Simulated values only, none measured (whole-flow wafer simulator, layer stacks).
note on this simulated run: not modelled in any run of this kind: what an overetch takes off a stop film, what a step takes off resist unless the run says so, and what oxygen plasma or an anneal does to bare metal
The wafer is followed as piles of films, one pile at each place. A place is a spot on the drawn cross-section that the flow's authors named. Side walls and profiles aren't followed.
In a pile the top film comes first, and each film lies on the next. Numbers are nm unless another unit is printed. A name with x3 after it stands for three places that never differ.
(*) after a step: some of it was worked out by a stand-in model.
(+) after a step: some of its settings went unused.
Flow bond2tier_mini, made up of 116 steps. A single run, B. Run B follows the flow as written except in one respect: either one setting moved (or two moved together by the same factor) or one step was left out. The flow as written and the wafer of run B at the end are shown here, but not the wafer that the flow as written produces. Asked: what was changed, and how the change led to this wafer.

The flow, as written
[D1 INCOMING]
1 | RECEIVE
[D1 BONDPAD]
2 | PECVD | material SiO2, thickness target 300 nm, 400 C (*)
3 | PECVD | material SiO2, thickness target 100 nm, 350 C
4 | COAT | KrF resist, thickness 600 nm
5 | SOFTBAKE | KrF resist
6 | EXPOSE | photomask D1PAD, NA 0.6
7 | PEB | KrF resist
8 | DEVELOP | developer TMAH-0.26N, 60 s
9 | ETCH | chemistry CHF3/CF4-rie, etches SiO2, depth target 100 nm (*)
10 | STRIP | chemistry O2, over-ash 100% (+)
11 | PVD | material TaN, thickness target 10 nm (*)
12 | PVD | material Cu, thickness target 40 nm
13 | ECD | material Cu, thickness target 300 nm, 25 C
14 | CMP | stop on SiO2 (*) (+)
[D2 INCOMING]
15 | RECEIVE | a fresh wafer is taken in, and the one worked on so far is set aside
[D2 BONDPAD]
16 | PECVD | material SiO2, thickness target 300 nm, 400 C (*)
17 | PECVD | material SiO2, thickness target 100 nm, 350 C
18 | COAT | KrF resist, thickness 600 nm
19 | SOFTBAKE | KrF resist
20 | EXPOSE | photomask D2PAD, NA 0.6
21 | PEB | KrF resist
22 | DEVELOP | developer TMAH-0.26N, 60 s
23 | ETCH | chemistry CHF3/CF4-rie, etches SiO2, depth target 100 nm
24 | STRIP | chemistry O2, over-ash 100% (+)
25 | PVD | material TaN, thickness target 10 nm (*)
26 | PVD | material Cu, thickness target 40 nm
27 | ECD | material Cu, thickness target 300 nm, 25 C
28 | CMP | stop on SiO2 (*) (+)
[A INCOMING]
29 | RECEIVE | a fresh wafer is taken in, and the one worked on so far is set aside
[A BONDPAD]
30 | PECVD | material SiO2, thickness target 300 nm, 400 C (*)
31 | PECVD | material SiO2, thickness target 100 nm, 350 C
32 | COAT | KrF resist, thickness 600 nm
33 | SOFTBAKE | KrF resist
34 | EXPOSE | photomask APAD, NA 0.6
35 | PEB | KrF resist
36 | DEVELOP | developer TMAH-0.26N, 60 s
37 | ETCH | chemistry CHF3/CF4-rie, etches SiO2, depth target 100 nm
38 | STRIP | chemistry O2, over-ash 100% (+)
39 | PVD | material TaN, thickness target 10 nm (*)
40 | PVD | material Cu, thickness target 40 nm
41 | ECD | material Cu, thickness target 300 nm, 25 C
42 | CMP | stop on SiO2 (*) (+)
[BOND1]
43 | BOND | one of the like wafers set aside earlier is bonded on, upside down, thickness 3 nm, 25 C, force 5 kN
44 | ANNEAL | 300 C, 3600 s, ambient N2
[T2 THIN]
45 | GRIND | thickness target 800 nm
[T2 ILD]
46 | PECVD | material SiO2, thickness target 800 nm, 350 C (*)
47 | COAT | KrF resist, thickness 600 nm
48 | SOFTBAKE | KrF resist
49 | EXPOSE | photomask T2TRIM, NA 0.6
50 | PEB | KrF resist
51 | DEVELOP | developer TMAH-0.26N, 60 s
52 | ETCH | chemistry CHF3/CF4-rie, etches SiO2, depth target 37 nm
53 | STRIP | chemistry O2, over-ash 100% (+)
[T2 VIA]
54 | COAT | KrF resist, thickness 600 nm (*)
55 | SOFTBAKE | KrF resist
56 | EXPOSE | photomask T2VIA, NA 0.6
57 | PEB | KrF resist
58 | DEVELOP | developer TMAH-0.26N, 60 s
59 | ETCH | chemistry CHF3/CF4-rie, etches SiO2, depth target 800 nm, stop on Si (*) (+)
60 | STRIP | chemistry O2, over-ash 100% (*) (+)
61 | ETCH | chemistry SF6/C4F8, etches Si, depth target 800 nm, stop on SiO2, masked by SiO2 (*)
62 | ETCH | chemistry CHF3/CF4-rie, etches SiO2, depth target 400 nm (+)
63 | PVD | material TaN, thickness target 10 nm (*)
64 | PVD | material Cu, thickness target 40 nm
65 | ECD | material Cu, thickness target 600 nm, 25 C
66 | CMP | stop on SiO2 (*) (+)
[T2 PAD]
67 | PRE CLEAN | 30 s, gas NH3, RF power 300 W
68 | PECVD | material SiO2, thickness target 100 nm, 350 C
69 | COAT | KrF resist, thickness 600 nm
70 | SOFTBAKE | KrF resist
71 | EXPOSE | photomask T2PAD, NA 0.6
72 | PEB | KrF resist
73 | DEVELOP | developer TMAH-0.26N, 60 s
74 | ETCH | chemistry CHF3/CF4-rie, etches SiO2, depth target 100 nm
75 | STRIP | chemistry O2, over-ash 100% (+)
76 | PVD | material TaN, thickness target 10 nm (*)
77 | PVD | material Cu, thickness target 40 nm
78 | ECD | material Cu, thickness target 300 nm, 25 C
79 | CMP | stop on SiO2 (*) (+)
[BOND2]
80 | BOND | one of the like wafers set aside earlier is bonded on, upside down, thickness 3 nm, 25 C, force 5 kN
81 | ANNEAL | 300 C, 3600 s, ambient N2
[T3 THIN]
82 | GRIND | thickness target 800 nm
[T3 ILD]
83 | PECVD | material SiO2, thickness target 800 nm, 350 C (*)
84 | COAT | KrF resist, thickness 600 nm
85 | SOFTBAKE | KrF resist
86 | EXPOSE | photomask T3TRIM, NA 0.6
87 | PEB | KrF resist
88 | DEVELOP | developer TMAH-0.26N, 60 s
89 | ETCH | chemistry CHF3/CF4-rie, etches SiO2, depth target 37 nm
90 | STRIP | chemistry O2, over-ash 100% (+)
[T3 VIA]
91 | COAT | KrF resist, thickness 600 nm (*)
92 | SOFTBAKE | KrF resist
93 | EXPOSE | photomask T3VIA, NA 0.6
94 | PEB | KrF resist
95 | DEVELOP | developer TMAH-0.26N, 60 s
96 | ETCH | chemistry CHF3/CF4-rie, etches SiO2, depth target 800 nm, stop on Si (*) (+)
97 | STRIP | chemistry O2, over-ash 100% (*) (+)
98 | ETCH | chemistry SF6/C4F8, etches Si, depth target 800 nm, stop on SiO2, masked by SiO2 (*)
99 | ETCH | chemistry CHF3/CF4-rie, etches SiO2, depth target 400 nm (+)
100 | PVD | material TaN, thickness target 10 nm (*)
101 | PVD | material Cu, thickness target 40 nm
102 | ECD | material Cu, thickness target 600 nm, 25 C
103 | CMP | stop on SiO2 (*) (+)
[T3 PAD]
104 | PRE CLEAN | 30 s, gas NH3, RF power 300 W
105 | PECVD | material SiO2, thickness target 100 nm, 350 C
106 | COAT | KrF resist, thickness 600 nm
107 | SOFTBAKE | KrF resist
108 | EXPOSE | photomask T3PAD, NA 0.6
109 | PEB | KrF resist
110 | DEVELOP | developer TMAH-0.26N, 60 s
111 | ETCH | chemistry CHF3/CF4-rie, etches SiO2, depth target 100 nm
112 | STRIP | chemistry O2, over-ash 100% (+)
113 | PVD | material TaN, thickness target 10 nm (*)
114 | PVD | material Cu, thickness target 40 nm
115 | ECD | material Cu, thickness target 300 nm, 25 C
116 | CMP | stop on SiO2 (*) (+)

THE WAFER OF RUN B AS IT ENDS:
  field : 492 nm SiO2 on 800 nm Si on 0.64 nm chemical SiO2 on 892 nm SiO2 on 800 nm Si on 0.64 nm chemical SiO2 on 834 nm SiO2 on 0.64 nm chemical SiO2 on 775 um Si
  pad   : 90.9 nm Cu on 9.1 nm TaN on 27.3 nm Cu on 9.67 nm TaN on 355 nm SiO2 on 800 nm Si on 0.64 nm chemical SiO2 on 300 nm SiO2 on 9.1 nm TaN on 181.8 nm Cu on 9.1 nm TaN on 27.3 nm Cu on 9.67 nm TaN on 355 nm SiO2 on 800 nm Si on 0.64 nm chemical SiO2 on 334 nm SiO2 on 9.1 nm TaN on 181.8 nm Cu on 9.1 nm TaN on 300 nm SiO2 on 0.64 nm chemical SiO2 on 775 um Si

What caused this: step 3, PECVD: thickness target 134 nm was run, whereas the flow has thickness target 100 nm.

The path from the change to this, step by step:
  3 | PECVD | material SiO2, thickness target 100 nm, 350 C
      field, pad, via: +134 SiO2 (it would be, as written: +100 SiO2)
  43 | BOND | one of the like wafers set aside earlier is bonded on, upside down, thickness 3 nm, 25 C, force 5 kN
      field: +775 um Si (new film), +0.64 chemical SiO2 (new film), +434 SiO2 (it would be, as written: +775 um Si (new film), +0.64 chemical SiO2 (new film), +400 SiO2)
      pad: +775 um Si (new film), +0.64 chemical SiO2 (new film), +334 SiO2 (new film), +9.1 TaN (new film), +90.9 Cu (it would be, as written: +775 um Si (new film), +0.64 chemical SiO2 (new film), +300 SiO2 (new film), +9.1 TaN (new film), +90.9 Cu)
      (as well as at 1 more place)
